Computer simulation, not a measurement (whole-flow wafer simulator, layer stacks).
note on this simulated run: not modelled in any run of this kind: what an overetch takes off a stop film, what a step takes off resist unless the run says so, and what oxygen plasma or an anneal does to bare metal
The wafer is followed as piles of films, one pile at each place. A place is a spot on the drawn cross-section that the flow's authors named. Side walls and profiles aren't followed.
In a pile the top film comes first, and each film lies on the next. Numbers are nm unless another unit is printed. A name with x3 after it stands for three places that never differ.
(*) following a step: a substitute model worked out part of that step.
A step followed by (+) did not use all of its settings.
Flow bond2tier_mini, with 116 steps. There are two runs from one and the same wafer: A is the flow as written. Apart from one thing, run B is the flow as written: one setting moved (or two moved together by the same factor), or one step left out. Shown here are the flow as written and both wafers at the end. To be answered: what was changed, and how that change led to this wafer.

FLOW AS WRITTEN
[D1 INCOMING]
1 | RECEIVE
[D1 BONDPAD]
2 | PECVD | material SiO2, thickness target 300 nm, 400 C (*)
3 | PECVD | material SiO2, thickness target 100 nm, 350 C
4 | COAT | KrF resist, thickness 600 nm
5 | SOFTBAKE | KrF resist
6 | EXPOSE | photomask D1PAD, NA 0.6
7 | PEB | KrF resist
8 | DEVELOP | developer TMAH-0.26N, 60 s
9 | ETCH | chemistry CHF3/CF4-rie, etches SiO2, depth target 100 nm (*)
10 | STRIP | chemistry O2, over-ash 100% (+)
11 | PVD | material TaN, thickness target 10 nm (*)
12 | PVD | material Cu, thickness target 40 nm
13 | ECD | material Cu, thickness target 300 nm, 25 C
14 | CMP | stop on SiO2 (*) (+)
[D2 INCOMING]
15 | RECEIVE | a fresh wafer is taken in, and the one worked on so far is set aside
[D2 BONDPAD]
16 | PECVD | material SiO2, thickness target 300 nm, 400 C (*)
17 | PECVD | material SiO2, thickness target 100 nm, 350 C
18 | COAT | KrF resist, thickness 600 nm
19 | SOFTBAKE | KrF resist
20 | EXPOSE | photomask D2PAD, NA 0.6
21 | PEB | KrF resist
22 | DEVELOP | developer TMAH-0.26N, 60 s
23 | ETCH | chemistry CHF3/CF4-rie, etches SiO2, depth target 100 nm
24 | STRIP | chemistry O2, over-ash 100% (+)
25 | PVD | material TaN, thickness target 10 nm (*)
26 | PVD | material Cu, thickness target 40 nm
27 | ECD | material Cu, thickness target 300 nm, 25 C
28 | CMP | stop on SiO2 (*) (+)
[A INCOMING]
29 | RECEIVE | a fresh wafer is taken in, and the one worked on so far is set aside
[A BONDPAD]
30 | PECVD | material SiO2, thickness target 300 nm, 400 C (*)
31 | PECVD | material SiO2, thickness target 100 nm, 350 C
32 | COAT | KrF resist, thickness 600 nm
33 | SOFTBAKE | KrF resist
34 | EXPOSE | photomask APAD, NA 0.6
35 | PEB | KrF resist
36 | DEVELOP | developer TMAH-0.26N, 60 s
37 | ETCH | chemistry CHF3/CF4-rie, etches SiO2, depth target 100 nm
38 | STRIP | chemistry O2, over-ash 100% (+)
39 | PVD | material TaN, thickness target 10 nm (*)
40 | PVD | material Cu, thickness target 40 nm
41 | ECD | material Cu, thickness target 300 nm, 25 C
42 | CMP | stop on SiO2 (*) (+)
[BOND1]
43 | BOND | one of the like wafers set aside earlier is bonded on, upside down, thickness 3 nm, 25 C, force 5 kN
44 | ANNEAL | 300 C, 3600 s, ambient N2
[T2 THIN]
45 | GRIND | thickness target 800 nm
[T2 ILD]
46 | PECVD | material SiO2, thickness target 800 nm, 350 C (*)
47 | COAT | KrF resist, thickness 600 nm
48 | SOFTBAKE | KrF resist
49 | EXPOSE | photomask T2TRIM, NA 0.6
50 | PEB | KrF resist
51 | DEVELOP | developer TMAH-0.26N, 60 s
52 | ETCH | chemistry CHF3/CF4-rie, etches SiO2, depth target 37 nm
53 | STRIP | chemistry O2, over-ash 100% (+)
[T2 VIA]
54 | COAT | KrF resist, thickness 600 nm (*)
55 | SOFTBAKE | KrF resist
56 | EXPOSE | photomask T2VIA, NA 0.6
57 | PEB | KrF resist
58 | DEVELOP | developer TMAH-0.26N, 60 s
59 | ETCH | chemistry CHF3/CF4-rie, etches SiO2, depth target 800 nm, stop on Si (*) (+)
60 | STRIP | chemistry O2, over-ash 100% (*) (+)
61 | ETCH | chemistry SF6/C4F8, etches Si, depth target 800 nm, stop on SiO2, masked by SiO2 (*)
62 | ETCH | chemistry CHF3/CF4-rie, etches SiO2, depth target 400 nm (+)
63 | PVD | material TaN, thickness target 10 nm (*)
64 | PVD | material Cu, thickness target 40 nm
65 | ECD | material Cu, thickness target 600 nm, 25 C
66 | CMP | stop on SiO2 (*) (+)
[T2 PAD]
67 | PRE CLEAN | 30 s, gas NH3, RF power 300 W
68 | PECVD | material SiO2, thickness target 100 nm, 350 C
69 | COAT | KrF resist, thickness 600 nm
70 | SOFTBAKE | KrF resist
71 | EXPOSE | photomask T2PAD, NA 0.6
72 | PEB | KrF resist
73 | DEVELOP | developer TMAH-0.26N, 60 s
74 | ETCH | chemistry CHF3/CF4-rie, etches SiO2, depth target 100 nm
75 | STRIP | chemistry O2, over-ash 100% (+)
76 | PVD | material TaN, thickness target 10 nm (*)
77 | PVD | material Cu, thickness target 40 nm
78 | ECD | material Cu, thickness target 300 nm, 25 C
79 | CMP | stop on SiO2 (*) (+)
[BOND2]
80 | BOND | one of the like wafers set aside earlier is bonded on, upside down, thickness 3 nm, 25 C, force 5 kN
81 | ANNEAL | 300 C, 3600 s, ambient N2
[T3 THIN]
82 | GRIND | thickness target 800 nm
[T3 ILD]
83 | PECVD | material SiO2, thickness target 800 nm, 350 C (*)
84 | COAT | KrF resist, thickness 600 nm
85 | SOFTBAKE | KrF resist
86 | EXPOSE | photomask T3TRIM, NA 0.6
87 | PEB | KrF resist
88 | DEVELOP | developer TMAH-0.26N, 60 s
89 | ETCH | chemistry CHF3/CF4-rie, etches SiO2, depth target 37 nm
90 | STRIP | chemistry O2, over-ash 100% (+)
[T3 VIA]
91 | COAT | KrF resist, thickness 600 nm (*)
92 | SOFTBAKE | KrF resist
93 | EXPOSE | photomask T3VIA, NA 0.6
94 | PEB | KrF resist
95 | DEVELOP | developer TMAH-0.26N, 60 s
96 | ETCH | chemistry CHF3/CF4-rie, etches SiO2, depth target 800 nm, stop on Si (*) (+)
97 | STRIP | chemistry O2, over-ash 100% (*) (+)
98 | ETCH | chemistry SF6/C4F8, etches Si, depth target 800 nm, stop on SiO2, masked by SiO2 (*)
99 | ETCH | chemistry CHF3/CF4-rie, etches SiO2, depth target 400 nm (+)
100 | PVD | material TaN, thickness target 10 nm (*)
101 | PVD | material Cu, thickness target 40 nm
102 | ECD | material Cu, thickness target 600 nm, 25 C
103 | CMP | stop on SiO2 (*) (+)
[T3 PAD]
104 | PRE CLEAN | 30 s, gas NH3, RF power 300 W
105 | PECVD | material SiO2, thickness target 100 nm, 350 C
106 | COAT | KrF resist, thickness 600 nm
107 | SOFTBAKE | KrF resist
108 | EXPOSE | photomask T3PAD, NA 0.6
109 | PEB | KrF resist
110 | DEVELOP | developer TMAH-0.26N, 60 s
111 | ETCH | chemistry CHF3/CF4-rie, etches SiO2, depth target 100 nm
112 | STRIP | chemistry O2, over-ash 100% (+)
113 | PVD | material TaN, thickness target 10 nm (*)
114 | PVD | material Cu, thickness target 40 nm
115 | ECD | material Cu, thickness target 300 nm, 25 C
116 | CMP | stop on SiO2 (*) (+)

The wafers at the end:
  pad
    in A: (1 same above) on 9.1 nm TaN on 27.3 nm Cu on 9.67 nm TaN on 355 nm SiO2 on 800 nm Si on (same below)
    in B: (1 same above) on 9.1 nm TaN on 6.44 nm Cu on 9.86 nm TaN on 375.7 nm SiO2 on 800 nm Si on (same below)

The reason: step 89, ETCH: depth target 16.3 nm was run, while the flow as written has depth target 37 nm.

How this came from the change, step by step:
  89 | ETCH | chemistry CHF3/CF4-rie, etches SiO2, depth target 37 nm
      field: A -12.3 KrF resist | B -5.43 KrF resist
      pad: A -37 SiO2 | B -16.3 SiO2
  97 | STRIP | chemistry O2, over-ash 100% (*) (+)
      field: A -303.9 KrF resist (all of it) | B -312.7 KrF resist (all of it)
      pad: A -336 KrF resist (all of it) | B -326.8 KrF resist (all of it)
  102 | ECD | material Cu, thickness target 600 nm, 25 C
      pad: A +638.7 Cu | B +617 Cu
